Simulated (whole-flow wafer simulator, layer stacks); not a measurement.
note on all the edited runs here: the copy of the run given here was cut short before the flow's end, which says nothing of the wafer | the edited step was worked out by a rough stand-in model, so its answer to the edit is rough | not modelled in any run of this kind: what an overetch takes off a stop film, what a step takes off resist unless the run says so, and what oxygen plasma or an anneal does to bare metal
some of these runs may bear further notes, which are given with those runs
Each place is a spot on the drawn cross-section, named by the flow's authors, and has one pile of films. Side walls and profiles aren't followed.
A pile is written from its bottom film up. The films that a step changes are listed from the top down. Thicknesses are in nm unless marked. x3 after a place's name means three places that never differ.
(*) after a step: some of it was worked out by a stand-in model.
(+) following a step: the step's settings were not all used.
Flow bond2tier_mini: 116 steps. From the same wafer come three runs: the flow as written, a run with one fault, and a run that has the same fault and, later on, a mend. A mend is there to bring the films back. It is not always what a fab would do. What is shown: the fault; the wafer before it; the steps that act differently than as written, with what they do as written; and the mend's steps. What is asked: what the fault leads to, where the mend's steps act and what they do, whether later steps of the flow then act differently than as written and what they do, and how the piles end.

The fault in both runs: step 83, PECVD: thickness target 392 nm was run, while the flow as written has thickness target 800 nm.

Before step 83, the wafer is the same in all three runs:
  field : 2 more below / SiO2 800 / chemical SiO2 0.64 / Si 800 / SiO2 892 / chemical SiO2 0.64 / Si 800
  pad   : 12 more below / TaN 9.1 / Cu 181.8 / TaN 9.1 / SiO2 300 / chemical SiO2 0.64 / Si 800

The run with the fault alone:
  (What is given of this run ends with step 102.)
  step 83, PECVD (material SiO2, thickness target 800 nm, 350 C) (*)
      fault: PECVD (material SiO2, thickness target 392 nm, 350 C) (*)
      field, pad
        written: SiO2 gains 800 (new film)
        fault: SiO2 gains 392 (new film)
  Later steps of the flow acting differently than as written (1 other step is not shown; it differs only slightly, by no more than 2% or 0.5 nm, whichever is larger):
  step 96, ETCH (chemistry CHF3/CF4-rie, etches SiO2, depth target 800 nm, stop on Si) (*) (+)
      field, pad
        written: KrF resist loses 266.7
        fault: KrF resist loses 177.5
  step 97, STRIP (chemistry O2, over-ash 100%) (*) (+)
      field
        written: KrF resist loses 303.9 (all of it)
        fault: KrF resist loses 393.1 (all of it)
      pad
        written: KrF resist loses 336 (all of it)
        fault: KrF resist loses 425.1 (all of it)
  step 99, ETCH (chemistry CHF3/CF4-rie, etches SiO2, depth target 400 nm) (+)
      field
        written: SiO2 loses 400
        fault: SiO2 loses 384 (all of it), Si loses 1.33
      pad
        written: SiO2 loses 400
        fault: SiO2 loses 347 (all of it), Si loses 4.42
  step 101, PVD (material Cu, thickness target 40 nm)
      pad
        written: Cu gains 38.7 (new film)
        fault: Cu gains 40 (new film)
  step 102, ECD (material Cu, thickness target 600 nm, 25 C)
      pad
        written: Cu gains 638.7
        fault: Cu gains 603.1
  The piles after step 102 differ from the flow's at field, pad by more than 2% or 0.5 nm, whichever is larger.
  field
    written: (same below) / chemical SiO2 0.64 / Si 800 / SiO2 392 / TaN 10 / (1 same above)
    fault: (same below) / chemical SiO2 0.64 / Si 798.7 / TaN 10 / (1 same above)
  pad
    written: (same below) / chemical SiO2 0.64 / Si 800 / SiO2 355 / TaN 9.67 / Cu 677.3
    fault: (same below) / chemical SiO2 0.64 / Si 795.6 / TaN 10 / Cu 643.1

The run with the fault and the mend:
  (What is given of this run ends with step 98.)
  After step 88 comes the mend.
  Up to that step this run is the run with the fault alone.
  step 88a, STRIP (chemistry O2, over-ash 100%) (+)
      field
        KrF resist loses 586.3 (all of it)
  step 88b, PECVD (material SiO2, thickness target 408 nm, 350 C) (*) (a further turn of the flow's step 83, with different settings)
      field, pad
        SiO2 gains 408
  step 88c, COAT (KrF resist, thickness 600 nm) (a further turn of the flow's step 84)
      field, pad
        KrF resist gains 600 (new film)
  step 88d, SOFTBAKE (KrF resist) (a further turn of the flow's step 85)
      leaves every film unchanged at each place that is followed
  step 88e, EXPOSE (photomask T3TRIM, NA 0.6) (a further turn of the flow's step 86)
      leaves every film unchanged at each place that is followed
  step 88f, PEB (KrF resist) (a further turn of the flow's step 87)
      leaves every film unchanged at each place that is followed
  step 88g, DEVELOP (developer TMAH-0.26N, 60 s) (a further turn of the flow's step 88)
      field
        KrF resist loses 13.7
      pad
        KrF resist loses 600 (all of it)
  None of the later steps of the flow up to step 98 acts differently than as written at any place that is followed.
  At every place that both follow, the piles after step 98 match the flow's.
